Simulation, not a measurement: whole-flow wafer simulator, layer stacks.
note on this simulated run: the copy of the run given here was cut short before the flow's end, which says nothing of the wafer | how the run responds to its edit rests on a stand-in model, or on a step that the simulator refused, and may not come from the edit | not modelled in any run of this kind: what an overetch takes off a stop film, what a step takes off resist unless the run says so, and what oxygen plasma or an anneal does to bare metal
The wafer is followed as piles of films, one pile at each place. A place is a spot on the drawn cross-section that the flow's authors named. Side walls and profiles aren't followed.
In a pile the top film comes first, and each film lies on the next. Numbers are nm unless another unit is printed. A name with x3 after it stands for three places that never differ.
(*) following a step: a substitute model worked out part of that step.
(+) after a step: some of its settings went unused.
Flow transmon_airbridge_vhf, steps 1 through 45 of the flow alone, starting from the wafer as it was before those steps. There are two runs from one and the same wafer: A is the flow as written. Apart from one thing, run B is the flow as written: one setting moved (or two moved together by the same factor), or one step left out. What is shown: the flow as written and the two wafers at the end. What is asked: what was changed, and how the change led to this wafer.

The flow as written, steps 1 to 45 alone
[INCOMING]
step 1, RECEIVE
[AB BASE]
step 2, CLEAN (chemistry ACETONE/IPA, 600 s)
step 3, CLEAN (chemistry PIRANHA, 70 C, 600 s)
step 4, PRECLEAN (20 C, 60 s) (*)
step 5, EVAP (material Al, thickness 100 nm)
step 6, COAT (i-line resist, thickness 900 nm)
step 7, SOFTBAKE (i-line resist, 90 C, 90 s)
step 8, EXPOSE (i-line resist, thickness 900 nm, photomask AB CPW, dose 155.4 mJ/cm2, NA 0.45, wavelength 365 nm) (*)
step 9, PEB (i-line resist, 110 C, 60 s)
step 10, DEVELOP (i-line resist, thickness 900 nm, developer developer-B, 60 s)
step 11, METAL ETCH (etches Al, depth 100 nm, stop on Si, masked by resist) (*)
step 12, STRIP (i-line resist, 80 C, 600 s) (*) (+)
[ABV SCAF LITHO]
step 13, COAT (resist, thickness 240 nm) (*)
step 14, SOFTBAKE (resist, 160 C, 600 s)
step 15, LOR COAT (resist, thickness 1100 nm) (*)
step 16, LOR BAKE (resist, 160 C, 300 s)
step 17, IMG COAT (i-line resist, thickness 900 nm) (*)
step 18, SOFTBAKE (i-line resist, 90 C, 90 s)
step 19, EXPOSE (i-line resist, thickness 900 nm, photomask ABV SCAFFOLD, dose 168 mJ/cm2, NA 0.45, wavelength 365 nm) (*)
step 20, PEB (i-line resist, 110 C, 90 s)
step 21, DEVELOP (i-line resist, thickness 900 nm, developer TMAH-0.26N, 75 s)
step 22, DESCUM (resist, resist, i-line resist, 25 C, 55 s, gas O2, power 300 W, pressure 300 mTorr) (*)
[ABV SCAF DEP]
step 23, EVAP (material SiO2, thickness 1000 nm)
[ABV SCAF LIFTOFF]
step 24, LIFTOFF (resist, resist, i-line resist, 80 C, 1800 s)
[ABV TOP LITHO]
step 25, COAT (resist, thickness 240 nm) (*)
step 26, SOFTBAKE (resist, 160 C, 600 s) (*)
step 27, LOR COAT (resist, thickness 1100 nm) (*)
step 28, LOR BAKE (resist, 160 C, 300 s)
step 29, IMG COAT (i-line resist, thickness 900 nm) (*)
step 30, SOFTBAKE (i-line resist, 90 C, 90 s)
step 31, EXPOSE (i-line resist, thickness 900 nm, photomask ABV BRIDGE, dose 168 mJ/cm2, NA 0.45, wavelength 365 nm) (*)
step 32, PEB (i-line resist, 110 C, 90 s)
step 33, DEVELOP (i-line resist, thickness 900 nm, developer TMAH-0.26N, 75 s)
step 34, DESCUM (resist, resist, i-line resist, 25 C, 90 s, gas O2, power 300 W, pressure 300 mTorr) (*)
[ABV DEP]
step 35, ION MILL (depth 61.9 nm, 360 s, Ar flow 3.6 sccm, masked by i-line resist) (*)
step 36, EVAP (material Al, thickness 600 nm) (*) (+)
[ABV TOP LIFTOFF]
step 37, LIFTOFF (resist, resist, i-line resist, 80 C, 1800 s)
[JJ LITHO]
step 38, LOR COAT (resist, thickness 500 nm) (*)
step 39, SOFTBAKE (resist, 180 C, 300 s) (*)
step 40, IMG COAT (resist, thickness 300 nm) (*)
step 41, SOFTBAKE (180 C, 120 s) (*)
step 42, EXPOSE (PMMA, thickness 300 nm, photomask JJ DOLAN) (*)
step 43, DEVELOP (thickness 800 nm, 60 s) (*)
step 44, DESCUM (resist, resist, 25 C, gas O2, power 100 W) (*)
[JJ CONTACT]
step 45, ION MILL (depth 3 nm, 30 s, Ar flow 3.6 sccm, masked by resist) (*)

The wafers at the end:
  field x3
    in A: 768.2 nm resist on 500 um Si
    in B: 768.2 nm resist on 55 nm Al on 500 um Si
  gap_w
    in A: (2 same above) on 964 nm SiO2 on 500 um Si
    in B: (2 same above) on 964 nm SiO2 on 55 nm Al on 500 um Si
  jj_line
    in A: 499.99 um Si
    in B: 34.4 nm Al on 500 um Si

Cause: step 5, EVAP: thickness 155 nm was run, whereas the flow has thickness 100 nm.

How this came from the change, step by step:
  step 5, EVAP (material Al, thickness 100 nm)
      field x3, jj_line, ground_far and 12 more: A Al gains 100 (new film) | B Al gains 155 (new film)
  step 11, METAL ETCH (etches Al, depth 100 nm, stop on Si, masked by resist) (*)
      field x3, jj_line, gap_w, gap_e: A Al loses 100 (all of it) | B Al loses 100
  step 45, ION MILL (depth 3 nm, 30 s, Ar flow 3.6 sccm, masked by resist) (*)
      jj_line: A Si loses 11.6 | B Al loses 20.6
If metal films that touch count as one body, field x3 has 1 body; the flow as written gives 0 bodies.
If metal films that touch count as one body, gap_w has 2 bodies (between them, from the top down: SiO2 964); the flow as written gives 1 body.
If metal films that touch count as one body, jj_line has 1 body; the flow as written gives 0 bodies.
